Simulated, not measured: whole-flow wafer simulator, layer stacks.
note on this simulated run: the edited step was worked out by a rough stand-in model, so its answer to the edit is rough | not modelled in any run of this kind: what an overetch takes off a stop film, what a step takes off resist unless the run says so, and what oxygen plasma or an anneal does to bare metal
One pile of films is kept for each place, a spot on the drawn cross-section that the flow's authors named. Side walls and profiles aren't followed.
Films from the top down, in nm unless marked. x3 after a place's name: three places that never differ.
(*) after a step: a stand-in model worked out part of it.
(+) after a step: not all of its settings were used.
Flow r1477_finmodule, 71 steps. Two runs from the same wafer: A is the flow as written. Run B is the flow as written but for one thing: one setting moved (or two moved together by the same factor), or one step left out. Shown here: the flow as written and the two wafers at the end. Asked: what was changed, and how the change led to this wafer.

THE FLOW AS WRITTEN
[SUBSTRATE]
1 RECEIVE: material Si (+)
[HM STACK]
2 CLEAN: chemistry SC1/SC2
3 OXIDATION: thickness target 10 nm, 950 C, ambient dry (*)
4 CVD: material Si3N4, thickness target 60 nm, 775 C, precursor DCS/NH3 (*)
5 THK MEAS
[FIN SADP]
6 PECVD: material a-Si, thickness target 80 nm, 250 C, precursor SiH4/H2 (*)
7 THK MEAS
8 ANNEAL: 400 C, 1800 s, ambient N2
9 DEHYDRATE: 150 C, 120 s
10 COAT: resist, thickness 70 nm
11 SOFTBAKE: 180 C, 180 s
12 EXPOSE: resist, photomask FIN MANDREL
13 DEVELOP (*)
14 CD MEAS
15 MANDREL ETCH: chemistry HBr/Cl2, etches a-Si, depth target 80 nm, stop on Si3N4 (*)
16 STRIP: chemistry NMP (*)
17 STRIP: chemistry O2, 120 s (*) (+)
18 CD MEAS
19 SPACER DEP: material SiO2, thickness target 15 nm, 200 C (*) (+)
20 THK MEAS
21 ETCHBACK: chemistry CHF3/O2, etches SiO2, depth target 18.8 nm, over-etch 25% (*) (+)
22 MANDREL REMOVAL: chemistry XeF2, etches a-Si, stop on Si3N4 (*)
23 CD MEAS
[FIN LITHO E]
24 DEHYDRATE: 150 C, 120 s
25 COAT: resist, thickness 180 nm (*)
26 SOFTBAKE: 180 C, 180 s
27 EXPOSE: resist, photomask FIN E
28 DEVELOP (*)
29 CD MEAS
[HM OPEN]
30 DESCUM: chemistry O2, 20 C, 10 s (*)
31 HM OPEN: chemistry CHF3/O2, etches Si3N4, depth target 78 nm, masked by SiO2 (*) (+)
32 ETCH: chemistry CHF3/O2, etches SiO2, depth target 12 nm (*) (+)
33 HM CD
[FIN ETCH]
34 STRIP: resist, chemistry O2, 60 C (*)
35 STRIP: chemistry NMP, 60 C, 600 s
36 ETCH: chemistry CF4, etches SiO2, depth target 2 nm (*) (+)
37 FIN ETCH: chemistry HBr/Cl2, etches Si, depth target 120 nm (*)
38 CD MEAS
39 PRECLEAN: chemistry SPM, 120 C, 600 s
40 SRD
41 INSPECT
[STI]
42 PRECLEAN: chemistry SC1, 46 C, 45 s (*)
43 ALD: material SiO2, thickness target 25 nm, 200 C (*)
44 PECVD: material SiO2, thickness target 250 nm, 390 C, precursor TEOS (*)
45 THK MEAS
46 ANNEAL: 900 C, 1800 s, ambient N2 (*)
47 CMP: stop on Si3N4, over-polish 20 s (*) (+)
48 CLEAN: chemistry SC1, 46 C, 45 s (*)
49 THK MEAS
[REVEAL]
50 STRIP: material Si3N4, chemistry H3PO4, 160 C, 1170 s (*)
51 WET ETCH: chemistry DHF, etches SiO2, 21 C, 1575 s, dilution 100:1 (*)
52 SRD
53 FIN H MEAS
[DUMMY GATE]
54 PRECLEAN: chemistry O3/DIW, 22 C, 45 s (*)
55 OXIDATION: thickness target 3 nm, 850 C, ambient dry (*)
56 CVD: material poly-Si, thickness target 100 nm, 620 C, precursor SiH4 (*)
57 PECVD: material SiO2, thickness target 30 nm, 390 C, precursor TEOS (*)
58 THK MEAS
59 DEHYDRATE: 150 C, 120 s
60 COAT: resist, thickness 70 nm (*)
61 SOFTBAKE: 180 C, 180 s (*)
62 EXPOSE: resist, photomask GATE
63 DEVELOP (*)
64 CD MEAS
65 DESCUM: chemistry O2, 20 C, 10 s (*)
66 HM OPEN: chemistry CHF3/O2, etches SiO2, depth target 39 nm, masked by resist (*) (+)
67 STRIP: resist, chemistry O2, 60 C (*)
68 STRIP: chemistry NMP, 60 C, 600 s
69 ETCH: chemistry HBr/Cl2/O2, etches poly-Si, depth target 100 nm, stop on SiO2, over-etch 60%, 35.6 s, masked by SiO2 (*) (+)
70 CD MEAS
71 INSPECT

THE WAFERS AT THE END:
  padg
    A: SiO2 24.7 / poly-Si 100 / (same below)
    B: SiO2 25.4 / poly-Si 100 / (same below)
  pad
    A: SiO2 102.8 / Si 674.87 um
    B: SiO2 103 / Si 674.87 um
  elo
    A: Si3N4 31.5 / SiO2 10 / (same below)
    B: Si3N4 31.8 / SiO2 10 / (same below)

The cause: step 69, ETCH: depth target 87 nm was run, where the flow has depth target 100 nm; step 69, ETCH: 31 s was run, where the flow has 35.6 s.

How the change led to this, step by step:
  69 ETCH: chemistry HBr/Cl2/O2, etches poly-Si, depth target 100 nm, stop on SiO2, over-etch 60%, 35.6 s, masked by SiO2 (*) (+)
      padg, elg, esg and 15 more: A SiO2 -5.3 | B SiO2 -4.61
